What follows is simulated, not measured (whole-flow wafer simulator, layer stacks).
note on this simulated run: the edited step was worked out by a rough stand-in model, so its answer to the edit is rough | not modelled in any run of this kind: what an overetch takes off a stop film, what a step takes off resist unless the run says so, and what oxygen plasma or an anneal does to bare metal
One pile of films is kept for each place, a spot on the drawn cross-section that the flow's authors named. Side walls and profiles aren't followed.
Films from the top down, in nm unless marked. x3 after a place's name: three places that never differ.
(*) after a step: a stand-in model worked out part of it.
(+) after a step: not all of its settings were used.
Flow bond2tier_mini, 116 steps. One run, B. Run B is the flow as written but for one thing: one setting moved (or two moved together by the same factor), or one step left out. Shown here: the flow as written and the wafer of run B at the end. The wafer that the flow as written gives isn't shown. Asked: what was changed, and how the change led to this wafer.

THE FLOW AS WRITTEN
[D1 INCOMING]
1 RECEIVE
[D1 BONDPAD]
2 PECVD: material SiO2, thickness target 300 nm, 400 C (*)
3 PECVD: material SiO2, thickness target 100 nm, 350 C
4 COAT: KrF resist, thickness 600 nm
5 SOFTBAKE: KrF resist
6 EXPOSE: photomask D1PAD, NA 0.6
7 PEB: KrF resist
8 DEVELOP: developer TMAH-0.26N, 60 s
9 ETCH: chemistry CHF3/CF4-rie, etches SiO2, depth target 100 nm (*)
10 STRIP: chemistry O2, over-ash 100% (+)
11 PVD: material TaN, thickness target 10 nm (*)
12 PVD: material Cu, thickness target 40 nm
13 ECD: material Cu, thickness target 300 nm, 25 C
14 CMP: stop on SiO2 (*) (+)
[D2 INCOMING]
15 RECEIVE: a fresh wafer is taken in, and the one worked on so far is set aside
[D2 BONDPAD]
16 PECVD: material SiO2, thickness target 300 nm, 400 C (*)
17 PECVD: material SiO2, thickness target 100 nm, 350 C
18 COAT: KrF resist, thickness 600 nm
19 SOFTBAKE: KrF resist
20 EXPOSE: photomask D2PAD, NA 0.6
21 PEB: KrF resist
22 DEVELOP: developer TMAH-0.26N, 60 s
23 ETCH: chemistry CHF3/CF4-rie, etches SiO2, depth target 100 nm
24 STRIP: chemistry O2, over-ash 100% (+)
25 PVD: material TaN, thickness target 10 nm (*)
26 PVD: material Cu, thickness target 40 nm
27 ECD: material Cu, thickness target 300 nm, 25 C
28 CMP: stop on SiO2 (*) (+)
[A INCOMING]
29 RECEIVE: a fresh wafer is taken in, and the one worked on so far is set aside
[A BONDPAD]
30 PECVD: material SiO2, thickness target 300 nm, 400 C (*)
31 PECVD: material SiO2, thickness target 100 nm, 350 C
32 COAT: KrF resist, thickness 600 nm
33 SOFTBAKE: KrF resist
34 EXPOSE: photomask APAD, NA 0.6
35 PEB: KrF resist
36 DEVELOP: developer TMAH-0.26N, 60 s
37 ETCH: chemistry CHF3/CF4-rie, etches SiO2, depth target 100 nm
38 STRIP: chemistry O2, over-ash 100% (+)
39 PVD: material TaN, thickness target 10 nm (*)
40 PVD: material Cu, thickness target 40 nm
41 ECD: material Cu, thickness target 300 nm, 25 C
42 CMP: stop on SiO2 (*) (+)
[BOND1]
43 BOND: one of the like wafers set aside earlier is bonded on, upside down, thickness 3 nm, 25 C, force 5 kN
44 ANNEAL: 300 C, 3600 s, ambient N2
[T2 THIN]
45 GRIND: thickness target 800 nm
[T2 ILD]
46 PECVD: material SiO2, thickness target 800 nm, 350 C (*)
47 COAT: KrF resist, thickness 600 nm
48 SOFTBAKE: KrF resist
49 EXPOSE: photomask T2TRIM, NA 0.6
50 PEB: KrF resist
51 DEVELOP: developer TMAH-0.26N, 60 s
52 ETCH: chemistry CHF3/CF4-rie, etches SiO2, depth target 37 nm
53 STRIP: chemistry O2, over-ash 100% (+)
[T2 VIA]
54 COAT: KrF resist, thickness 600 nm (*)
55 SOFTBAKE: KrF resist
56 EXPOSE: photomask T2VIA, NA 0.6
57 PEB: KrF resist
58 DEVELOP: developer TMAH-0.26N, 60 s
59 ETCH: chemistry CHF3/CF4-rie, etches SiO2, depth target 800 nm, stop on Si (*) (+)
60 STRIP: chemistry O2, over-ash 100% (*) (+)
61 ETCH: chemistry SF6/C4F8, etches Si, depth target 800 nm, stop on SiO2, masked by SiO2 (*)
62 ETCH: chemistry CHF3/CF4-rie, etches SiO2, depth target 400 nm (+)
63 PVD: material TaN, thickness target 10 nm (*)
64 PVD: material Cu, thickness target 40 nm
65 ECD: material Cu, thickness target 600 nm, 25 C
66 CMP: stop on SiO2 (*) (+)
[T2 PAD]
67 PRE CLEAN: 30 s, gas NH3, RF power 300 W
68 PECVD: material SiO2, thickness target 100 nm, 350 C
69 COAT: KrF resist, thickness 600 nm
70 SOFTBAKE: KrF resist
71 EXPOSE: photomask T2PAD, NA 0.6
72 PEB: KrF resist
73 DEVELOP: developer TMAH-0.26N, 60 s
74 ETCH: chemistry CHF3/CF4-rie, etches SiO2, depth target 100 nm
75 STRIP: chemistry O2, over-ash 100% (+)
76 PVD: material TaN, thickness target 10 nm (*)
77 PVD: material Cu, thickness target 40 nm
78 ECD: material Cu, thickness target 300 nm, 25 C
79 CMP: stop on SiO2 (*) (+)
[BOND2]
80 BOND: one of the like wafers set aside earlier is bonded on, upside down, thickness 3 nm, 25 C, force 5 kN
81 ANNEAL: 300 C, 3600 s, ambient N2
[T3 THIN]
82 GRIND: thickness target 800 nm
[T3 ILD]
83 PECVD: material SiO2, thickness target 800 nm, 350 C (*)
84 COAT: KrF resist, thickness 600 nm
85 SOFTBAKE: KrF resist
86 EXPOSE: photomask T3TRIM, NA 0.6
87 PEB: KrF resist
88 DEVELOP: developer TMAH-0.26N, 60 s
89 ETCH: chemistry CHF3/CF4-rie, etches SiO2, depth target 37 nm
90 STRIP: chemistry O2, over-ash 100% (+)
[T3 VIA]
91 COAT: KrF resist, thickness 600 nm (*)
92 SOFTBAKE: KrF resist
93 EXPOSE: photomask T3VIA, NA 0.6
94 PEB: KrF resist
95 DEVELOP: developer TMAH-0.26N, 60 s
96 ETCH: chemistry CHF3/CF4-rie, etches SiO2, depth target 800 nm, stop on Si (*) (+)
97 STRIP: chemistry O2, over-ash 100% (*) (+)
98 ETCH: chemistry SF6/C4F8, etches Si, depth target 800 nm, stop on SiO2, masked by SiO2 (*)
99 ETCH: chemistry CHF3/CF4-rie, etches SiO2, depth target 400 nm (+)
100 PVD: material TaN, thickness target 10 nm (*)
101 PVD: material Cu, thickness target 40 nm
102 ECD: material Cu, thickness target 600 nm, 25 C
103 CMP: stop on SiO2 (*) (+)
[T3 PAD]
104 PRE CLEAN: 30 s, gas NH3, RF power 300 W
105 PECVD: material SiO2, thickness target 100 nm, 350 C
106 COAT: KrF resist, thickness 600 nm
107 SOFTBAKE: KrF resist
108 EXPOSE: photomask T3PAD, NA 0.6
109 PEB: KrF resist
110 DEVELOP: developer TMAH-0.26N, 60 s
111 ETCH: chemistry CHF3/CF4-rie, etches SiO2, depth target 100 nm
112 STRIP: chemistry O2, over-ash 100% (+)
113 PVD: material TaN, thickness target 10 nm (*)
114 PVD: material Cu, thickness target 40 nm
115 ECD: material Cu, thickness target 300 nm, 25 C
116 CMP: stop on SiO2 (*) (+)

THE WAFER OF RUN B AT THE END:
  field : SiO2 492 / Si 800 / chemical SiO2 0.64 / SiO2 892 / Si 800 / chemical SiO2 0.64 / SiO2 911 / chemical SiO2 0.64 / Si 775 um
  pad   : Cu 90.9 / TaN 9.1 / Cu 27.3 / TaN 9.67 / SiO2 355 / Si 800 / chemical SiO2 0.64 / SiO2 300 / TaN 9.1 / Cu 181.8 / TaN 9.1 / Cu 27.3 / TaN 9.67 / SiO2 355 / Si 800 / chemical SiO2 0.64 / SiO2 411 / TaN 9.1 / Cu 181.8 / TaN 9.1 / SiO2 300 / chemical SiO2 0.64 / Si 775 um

The cause: step 2, PECVD: thickness target 411 nm was run, where the flow has thickness target 300 nm.
It can be read off the wafer: pad has SiO2 411, and step 2 as written asks for 300 nm.

How the change led to this, step by step:
  2 PECVD: material SiO2, thickness target 300 nm, 400 C (*)
      field, pad, via: SiO2 +411 (new film) (as written it would be: SiO2 +300 (new film))
  43 BOND: one of the like wafers set aside earlier is bonded on, upside down, thickness 3 nm, 25 C, force 5 kN
      field: Si +775 um (new film), chemical SiO2 +0.64 (new film), SiO2 +511 (as written it would be: Si +775 um (new film), chemical SiO2 +0.64 (new film), SiO2 +400)
      pad: Si +775 um (new film), chemical SiO2 +0.64 (new film), SiO2 +411 (new film), TaN +9.1 (new film), Cu +90.9 (as written it would be: Si +775 um (new film), chemical SiO2 +0.64 (new film), SiO2 +300 (new film), TaN +9.1 (new film), Cu +90.9)
      (and at 1 more place)
